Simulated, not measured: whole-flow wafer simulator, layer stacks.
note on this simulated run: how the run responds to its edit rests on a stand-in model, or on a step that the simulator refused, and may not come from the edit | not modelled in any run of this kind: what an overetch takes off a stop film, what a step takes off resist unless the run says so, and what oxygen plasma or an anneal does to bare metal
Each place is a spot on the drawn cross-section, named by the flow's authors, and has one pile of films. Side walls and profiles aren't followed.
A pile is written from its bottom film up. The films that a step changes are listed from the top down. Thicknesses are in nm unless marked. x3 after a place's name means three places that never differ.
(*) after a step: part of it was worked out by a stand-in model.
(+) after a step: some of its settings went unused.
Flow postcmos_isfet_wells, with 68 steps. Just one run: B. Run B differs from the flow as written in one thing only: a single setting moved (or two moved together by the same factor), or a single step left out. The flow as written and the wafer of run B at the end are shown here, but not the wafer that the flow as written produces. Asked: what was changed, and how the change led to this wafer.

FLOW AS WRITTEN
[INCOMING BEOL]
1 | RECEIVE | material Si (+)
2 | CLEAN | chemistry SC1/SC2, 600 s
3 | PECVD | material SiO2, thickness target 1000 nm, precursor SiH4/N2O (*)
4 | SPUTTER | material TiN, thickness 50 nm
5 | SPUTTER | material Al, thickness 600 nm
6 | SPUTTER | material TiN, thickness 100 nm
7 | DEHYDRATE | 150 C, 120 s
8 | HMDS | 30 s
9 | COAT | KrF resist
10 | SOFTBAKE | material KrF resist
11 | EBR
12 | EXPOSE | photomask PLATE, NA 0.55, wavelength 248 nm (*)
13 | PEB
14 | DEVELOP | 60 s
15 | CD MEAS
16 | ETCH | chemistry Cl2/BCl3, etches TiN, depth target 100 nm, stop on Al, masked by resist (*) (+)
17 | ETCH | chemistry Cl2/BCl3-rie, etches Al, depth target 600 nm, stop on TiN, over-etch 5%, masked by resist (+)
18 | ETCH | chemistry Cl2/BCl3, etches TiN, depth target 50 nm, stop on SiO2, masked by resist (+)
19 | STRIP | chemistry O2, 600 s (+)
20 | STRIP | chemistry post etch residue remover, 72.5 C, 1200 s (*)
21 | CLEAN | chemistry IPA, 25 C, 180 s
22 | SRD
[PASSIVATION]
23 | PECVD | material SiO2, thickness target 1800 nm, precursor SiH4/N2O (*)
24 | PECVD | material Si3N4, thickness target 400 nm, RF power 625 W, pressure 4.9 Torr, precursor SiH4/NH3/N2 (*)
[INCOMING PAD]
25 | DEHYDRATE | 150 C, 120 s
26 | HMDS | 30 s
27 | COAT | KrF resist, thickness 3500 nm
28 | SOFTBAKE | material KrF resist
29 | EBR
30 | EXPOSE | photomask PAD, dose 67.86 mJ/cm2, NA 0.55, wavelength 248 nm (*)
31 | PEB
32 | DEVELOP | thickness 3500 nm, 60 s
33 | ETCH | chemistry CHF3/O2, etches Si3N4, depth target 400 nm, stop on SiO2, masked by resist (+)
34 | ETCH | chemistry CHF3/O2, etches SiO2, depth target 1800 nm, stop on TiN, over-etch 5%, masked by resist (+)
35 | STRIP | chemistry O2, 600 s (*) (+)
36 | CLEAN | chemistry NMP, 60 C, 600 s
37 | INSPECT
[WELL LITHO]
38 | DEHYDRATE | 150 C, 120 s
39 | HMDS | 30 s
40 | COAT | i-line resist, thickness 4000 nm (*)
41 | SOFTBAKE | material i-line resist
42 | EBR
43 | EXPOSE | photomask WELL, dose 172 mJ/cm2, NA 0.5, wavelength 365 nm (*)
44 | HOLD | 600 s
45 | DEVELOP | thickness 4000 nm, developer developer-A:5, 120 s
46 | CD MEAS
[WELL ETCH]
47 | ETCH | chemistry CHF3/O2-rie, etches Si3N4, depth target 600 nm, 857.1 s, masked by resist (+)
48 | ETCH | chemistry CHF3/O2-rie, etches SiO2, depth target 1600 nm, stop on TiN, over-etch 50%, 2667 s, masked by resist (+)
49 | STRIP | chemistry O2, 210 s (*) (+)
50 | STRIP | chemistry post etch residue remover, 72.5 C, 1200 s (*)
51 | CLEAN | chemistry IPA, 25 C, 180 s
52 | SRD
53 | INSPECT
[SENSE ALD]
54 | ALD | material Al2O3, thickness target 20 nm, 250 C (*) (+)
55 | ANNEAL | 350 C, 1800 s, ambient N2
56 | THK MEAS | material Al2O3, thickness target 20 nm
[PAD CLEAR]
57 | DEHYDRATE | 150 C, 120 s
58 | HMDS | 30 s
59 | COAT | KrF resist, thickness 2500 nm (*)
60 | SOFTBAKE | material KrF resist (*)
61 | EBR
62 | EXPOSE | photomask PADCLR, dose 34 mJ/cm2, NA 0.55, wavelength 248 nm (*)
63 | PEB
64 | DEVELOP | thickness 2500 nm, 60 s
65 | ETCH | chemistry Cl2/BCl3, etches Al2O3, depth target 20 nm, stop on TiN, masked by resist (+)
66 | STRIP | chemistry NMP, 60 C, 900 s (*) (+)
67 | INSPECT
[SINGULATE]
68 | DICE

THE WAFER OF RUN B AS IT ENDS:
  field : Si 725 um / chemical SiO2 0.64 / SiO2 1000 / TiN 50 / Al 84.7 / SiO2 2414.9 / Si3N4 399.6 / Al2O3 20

Cause: step 17, ETCH: depth target 459.6 nm was run, while the flow as written has depth target 600 nm.

How this came from the change, step by step:
  17 | ETCH | chemistry Cl2/BCl3-rie, etches Al, depth target 600 nm, stop on TiN, over-etch 5%, masked by resist (+)
      field: -459.6 Al (in the flow as written it would be: -600 Al (all of it))
      margin, well900, well1300, well2000, well3000, pad_rim, pad_clr, pad_open: -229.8 KrF resist (in the flow as written it would be: -300 KrF resist)
  18 | ETCH | chemistry Cl2/BCl3, etches TiN, depth target 50 nm, stop on SiO2, masked by resist (+)
      field: -50 Al (in the flow as written it would be: -50 TiN (all of it))
  19 | STRIP | chemistry O2, 600 s (+)
      margin, well900, well1300, well2000, well3000, pad_rim, pad_clr, pad_open: -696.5 KrF resist (all of it) (in the flow as written it would be: -626.3 KrF resist (all of it))
  20 | STRIP | chemistry post etch residue remover, 72.5 C, 1200 s (*)
      field: -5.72 Al (in the flow as written it would be: nothing)
  23 | PECVD | material SiO2, thickness target 1800 nm, precursor SiH4/N2O (*)
      field: +2414.9 SiO2 (new film) (in the flow as written it would be: +1800 SiO2 (new film), +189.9 void (new film), +559.7 SiO2)
Taking metal films that touch as one body, field has 1 body; the flow as written gives 0 bodies.
